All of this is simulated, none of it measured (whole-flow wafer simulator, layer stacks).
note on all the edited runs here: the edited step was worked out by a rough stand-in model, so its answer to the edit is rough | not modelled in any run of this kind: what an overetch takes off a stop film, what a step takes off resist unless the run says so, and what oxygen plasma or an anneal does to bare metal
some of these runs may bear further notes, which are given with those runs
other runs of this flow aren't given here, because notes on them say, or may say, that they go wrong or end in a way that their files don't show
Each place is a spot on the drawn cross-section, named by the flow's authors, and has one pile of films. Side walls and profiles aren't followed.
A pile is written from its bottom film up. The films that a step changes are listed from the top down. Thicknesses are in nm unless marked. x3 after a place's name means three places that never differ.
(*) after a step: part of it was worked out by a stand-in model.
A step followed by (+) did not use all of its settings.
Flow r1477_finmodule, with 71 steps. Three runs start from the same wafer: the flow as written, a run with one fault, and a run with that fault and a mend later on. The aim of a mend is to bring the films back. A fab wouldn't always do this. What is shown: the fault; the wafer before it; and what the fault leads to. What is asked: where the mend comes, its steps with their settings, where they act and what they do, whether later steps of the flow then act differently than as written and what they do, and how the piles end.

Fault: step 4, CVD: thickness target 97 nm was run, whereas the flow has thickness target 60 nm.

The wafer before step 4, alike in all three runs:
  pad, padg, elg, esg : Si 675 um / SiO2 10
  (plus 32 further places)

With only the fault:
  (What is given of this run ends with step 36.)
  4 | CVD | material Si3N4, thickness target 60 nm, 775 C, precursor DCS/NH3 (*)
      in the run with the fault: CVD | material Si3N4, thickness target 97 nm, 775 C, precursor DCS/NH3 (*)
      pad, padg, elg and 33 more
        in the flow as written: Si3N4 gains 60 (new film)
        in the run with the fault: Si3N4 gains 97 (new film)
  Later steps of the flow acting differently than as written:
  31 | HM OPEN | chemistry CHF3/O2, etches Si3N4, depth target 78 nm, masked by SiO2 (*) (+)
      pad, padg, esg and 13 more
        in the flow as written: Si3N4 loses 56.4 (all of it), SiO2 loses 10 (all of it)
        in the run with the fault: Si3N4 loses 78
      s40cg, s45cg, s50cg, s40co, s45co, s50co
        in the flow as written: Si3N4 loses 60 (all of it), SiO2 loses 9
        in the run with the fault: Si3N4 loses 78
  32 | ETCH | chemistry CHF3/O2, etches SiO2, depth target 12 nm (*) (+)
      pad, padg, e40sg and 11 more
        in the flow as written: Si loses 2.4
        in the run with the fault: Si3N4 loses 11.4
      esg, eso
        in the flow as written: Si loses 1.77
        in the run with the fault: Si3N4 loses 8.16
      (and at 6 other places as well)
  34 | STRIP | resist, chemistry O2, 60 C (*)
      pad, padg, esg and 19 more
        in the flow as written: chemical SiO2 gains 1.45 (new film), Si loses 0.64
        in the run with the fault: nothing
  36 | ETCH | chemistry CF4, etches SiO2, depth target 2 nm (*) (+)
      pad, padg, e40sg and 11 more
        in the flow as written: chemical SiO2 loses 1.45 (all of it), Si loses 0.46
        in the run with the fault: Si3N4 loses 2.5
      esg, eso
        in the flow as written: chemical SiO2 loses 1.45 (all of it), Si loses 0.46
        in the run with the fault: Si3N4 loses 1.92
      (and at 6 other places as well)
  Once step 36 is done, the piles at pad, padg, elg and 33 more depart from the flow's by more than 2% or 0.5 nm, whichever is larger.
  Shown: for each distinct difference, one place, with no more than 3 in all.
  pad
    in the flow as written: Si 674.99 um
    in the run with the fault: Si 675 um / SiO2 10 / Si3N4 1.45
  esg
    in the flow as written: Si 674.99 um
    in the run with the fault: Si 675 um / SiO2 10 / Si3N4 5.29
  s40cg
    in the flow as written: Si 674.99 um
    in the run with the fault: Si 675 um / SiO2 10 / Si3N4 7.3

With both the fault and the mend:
  The mend stands after step 5.
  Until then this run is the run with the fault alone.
  5a | ETCH | chemistry h3po4, depth target 111.5 nm
      pad, padg, elg and 33 more
        Si3N4 loses 97 (all of it)
  5b | CLEAN | chemistry SC1/SC2 (the flow's step 2, run once more)
      alters no film at any place that is followed
  5c | CVD | material Si3N4, thickness target 60 nm, 775 C, precursor DCS/NH3 (*) (the flow's step 4, run once more)
      pad, padg, elg and 33 more
        Si3N4 gains 60 (new film)
  None of the later steps of the flow acts differently than as written at any place that is followed.
  At every place that both follow, the piles at the end match the flow's.
